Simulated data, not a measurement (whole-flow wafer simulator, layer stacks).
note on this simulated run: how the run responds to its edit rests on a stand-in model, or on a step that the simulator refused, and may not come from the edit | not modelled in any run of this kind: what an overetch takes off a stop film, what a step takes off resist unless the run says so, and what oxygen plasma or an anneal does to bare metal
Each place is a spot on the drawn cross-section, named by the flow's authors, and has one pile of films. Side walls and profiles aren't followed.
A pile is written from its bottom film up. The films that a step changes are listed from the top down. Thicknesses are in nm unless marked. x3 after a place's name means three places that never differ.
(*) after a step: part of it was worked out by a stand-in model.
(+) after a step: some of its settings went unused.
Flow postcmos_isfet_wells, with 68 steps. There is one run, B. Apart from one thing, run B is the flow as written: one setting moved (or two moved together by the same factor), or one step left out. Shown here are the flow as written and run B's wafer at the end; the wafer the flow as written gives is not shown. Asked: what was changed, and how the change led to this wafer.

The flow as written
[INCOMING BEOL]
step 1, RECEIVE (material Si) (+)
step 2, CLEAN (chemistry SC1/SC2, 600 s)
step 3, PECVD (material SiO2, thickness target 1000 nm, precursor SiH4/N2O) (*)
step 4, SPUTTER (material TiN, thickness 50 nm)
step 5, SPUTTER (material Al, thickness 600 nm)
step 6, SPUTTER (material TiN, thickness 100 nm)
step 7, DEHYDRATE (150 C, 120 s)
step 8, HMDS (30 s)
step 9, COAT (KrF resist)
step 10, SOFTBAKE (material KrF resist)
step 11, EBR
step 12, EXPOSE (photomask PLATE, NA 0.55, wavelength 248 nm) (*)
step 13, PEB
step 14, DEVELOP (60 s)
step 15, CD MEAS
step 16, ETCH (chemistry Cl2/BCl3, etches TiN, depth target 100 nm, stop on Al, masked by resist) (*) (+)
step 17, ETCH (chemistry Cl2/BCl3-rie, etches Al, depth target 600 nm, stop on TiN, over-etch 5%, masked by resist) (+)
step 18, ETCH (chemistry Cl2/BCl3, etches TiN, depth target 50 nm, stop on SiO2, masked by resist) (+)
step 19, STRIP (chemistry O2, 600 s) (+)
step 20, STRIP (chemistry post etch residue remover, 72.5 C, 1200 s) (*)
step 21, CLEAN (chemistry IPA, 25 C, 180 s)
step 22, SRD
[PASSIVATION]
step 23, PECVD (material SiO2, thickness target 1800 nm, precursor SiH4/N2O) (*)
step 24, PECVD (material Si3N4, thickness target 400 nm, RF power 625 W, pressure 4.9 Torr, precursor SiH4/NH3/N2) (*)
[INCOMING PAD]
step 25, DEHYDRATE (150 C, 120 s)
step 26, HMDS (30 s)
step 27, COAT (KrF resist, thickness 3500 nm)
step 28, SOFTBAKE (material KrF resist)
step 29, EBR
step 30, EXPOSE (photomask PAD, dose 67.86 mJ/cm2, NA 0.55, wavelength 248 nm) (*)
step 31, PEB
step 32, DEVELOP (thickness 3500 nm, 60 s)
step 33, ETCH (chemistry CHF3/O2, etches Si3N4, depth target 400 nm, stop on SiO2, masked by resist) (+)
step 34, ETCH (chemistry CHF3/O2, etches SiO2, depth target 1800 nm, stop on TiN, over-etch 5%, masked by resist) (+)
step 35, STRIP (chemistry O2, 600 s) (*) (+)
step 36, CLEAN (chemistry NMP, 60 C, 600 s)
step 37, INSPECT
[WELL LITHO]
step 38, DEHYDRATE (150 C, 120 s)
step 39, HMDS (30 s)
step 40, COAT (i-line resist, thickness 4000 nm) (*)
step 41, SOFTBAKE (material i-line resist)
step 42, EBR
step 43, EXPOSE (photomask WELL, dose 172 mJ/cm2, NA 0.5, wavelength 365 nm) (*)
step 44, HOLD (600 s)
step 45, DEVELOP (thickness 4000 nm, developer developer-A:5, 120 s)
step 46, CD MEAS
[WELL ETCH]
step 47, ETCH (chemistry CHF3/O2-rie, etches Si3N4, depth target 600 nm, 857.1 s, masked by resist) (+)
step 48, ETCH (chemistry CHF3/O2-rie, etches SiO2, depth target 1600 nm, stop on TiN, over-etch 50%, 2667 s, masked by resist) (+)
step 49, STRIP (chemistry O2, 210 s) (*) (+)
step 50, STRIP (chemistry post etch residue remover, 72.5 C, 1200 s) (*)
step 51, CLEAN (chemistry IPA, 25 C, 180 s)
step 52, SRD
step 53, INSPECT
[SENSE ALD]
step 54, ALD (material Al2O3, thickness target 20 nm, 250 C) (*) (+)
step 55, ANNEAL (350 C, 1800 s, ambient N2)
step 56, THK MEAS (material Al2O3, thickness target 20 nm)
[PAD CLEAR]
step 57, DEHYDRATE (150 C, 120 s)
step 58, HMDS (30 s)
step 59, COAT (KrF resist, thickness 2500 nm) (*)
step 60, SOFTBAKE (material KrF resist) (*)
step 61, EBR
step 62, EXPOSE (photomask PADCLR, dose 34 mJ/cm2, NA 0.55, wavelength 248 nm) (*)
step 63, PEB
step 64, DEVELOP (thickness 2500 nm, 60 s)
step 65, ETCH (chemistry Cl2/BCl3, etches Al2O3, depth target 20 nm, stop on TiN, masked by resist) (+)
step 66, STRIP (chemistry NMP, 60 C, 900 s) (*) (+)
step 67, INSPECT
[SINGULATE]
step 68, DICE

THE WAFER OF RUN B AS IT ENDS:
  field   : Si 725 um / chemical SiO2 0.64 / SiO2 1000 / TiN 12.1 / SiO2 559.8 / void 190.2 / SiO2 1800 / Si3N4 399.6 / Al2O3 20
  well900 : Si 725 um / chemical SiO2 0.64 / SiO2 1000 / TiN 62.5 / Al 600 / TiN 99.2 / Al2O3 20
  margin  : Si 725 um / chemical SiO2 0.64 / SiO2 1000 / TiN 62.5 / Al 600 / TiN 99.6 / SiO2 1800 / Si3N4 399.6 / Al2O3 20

The reason: step 4, SPUTTER: thickness 62.5 nm was run, while the flow as written has thickness 50 nm.
One can read it off the wafer: well900 has TiN 62.5, and step 4 as written asks for 50 nm.

The path from the change to this, step by step:
  step 4, SPUTTER (material TiN, thickness 50 nm)
      field, margin, well900, well1300 x3, pad_rim, pad_clr, pad_open: +62.5 TiN (new film) (as written it would have been: +50 TiN (new film))
  step 18, ETCH (chemistry Cl2/BCl3, etches TiN, depth target 50 nm, stop on SiO2, masked by resist) (+)
      field: -50 TiN (as written it would have been: -50 TiN (all of it))
  step 23, PECVD (material SiO2, thickness target 1800 nm, precursor SiH4/N2O) (*)
      field: +1800 SiO2 (new film), +190.2 void (new film), +559.8 SiO2 (new film) (as written it would have been: +1800 SiO2 (new film), +189.9 void (new film), +559.7 SiO2)
If metal films that touch count as one body, field has 1 body; the flow as written gives 0 bodies.
